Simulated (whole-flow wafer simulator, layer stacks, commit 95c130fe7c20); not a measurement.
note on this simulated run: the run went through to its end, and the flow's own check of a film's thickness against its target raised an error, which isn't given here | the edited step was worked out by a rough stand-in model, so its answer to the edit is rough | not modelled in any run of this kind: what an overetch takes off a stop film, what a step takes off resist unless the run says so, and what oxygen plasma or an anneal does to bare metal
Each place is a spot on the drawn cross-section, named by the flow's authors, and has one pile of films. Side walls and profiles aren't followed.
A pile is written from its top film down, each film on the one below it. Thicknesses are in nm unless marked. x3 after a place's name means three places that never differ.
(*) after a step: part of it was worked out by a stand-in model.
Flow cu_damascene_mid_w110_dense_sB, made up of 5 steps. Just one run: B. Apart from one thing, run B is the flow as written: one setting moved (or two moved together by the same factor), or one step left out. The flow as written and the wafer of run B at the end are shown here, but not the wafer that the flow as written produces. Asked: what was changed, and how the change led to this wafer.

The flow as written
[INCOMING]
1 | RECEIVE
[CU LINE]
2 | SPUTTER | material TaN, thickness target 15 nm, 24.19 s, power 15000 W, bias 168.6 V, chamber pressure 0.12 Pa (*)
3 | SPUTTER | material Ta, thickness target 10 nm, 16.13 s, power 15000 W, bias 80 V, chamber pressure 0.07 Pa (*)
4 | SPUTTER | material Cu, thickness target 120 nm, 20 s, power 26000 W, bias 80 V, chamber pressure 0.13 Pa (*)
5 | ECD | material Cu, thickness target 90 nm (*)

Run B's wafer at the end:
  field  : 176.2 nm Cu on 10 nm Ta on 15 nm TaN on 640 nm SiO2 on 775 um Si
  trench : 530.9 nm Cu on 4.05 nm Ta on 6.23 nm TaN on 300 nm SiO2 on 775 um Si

Cause: step 5, ECD: thickness target 56.2 nm was run, whereas the flow has thickness target 90 nm.

How this came from the change, step by step:
  5 | ECD | material Cu, thickness target 90 nm (*)
      field: +56.2 Cu (it would be, as written: +90 Cu)
      trench: +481 Cu (it would be, as written: +514.8 Cu)
